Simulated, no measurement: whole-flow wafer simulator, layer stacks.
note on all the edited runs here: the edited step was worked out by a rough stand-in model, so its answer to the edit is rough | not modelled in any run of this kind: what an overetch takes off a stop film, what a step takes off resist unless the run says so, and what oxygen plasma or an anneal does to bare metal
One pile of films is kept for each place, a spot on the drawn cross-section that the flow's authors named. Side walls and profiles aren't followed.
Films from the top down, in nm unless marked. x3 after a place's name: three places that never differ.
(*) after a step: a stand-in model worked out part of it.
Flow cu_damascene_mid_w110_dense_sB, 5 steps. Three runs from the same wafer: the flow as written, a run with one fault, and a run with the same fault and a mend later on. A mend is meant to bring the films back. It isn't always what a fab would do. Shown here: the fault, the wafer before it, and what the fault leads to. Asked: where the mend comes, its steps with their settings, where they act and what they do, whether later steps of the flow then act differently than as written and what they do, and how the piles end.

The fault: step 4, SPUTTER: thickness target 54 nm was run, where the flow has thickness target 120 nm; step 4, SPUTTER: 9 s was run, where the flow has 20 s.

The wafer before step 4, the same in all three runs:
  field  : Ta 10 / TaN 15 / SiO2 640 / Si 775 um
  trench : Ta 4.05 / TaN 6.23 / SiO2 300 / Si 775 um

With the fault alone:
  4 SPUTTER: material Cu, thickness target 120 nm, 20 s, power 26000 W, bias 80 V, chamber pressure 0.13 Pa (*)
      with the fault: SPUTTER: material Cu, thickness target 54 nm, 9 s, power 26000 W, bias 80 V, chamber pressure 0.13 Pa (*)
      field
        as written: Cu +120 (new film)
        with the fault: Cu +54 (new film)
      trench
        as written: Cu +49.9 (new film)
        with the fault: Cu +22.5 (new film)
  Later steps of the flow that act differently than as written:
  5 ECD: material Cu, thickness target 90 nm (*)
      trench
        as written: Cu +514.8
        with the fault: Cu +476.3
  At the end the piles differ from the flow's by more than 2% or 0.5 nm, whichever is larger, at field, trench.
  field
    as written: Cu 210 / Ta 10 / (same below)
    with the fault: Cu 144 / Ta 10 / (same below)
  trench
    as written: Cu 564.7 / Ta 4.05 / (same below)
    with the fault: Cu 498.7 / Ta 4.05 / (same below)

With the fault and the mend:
  The mend comes after step 4.
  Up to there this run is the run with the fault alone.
  4a SPUTTER: material Cu, thickness target 66 nm, 11 s, power 26000 W, bias 80 V, chamber pressure 0.13 Pa (*) (the flow's step 4 once more, with other settings)
      field
        Cu +66
      trench
        Cu +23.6
  No later step of the flow acts differently than as written, at any place that is followed, by more than 2% or 0.5 nm, whichever is larger.
  At the end the piles are the same as the flow's at every place that both follow.
